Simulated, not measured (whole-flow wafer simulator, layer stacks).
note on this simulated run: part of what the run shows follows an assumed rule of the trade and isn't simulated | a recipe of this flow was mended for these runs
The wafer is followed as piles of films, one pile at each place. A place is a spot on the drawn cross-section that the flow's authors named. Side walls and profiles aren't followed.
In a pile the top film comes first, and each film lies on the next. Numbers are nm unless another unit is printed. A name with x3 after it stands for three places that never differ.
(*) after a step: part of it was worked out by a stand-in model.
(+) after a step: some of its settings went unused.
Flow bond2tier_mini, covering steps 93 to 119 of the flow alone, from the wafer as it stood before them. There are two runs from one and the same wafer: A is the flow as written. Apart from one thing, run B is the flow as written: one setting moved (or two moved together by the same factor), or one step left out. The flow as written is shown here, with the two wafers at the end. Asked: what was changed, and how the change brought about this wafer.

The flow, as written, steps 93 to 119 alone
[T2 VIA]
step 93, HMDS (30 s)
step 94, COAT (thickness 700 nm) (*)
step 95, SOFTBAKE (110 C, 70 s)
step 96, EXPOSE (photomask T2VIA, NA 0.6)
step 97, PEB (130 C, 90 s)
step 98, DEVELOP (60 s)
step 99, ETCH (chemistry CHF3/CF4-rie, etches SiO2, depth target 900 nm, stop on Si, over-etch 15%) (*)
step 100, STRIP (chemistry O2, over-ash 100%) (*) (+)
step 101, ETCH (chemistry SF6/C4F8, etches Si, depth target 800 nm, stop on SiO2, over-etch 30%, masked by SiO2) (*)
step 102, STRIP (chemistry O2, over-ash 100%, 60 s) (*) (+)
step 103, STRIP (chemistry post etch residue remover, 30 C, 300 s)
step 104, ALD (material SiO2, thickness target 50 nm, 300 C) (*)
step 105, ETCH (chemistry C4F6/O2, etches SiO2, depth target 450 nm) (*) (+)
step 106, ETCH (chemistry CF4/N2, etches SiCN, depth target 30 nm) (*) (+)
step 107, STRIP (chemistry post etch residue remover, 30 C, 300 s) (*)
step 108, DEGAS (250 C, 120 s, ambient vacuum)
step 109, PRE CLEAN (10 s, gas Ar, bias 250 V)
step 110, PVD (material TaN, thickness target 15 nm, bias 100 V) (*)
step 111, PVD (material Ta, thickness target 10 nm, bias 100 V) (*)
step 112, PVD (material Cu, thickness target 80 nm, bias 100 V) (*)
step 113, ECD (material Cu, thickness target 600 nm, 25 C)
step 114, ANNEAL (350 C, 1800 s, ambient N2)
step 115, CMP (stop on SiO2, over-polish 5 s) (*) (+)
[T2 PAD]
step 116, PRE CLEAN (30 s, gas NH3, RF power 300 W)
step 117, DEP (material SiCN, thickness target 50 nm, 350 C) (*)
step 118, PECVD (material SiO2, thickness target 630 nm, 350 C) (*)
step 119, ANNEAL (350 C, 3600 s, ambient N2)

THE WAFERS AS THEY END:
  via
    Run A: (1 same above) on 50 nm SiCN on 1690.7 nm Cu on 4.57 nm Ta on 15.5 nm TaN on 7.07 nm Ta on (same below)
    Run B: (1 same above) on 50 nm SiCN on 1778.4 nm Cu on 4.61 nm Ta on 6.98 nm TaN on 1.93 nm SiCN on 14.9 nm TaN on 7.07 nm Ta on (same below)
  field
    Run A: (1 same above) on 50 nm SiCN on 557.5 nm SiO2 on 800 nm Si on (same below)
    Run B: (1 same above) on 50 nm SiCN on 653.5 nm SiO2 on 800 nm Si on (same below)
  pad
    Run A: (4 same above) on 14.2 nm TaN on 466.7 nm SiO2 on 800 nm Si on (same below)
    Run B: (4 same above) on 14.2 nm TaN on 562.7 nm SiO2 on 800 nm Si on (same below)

What caused this: step 104, ALD: thickness target 38 nm was run, while the flow as written has thickness target 50 nm; step 105, ETCH: depth target 342 nm was run, where the flow has depth target 450 nm.

Step by step, how the change led to this:
  step 104, ALD (material SiO2, thickness target 50 nm, 300 C) (*)
      field, pad, via: A SiO2 gains 50 | B SiO2 gains 38
  step 105, ETCH (chemistry C4F6/O2, etches SiO2, depth target 450 nm) (*) (+)
      field, pad: A SiO2 loses 450 | B SiO2 loses 342
      via: A SiO2 loses 348.1 (all of it), SiCN loses 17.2 | B SiO2 loses 336.1 (all of it), SiCN loses 0.99
  step 106, ETCH (chemistry CF4/N2, etches SiCN, depth target 30 nm) (*) (+)
      via: A SiCN loses 17.6 (all of it), TaN loses 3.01 | B SiCN loses 30
  step 109, PRE CLEAN (10 s, gas Ar, bias 250 V)
      via: A TaN loses 3.19 | B SiCN loses 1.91
  step 110, PVD (material TaN, thickness target 15 nm, bias 100 V) (*)
      via: A TaN gains 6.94 | B TaN gains 6.98 (new film)
  step 113, ECD (material Cu, thickness target 600 nm, 25 C)
      via: A Cu gains 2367 | B Cu gains 2454.3
With metal films that touch counted as one body, via has 2 bodies (between them, from the top down: SiCN 1.93); the flow as written gives 1 body.
